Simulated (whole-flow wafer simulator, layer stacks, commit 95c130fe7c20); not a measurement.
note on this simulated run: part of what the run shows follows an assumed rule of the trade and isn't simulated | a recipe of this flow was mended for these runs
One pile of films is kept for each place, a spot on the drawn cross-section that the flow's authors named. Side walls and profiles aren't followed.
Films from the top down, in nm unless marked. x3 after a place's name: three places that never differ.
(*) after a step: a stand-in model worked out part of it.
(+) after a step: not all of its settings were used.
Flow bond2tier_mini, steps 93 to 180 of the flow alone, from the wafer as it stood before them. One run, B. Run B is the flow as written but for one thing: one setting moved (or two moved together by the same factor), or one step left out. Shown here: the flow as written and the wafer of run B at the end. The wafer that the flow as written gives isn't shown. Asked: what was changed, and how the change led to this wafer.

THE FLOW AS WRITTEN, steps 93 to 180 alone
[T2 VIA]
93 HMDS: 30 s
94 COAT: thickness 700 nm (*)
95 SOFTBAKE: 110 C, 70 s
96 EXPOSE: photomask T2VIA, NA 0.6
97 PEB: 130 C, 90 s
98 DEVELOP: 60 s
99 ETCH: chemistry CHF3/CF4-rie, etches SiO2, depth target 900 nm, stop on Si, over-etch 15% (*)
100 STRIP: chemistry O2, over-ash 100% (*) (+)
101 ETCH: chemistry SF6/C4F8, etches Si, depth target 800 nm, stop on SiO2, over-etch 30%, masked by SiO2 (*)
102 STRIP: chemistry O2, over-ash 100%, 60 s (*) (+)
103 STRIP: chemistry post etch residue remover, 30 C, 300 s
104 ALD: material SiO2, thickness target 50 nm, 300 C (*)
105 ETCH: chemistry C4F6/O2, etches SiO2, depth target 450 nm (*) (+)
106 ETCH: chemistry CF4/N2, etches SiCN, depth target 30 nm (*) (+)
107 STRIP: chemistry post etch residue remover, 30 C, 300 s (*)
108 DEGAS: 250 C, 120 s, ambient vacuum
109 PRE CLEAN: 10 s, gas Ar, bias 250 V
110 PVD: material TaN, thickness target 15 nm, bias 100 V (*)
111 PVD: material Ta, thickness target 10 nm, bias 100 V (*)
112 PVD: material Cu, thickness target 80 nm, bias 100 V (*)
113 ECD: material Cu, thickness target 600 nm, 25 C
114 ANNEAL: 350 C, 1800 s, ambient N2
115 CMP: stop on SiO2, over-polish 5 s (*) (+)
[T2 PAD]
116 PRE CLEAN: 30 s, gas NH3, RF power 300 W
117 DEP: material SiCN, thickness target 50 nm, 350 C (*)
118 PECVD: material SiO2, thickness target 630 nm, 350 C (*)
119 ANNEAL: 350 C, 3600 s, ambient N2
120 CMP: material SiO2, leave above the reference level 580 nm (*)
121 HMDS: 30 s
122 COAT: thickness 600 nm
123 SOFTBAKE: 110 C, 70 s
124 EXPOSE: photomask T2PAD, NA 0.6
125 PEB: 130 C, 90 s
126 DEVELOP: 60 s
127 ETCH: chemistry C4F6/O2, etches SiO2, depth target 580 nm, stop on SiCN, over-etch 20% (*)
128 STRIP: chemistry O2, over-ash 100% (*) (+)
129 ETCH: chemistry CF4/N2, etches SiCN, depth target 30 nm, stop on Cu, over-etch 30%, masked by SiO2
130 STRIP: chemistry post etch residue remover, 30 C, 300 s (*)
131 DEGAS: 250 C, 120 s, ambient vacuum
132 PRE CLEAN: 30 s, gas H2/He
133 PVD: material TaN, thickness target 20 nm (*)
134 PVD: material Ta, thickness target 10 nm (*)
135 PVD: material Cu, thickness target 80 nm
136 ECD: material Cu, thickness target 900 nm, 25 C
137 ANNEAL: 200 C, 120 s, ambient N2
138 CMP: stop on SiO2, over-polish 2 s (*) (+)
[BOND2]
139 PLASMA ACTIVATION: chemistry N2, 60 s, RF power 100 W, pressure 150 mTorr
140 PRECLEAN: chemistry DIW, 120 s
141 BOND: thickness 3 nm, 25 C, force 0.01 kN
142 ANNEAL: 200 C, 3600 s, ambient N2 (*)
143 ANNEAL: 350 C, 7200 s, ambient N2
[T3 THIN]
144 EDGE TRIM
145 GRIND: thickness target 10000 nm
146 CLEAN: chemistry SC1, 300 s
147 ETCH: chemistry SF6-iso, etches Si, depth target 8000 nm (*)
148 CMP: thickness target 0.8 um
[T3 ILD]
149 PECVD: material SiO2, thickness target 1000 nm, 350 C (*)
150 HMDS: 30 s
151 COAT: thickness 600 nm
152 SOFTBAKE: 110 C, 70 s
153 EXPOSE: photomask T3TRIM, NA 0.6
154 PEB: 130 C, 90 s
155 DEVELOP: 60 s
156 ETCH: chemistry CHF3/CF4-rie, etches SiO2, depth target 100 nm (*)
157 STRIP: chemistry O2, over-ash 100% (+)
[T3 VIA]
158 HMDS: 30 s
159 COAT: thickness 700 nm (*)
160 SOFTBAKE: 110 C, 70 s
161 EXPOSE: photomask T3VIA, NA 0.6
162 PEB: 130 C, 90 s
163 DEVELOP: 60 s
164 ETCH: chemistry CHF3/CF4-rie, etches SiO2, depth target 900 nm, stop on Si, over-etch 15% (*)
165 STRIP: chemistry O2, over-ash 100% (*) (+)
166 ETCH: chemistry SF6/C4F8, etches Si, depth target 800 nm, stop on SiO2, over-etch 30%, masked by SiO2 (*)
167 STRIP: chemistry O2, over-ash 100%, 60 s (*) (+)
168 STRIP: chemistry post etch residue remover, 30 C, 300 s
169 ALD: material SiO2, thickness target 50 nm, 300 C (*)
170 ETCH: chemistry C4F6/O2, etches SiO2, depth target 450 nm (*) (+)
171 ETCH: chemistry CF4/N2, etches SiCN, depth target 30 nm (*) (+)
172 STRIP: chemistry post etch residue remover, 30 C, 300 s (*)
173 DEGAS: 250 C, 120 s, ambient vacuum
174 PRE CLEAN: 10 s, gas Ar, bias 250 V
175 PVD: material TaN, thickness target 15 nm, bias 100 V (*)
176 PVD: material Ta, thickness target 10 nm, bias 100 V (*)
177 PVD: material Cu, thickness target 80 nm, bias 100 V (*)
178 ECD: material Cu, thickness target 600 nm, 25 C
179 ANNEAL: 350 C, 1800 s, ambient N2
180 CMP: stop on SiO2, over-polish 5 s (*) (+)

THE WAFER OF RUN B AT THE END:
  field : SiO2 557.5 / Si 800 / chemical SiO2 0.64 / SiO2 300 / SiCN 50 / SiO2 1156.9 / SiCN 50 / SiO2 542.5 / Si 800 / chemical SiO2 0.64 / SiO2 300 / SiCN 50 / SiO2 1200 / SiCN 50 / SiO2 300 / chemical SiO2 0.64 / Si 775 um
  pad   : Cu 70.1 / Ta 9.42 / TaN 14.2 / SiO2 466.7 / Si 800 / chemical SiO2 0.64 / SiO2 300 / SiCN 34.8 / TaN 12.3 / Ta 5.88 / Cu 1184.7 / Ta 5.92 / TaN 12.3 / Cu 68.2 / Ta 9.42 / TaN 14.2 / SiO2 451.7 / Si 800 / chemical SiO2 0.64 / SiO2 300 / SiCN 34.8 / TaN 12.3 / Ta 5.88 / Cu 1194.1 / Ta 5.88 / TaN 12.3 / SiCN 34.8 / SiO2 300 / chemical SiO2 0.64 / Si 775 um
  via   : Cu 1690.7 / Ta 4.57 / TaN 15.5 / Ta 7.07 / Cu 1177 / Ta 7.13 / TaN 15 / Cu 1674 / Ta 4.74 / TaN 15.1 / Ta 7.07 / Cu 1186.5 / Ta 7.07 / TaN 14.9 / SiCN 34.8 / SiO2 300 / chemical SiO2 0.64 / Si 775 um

The cause: step 104, ALD: thickness target 35 nm was run, where the flow has thickness target 50 nm.

How the change led to this, step by step:
  104 ALD: material SiO2, thickness target 50 nm, 300 C (*)
      field, pad, via: SiO2 +35 (as written it would be: SiO2 +50)
  105 ETCH: chemistry C4F6/O2, etches SiO2, depth target 450 nm (*) (+)
      via: SiO2 -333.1 (all of it), SiCN -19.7 (as written it would be: SiO2 -348.1 (all of it), SiCN -17.2)
  106 ETCH: chemistry CF4/N2, etches SiCN, depth target 30 nm (*) (+)
      via: SiCN -15.1 (all of it), TaN -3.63 (as written it would be: SiCN -17.6 (all of it), TaN -3.01)
  112 PVD: material Cu, thickness target 80 nm, bias 100 V (*)
      via: Cu +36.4 (new film) (as written it would be: Cu +35 (new film))
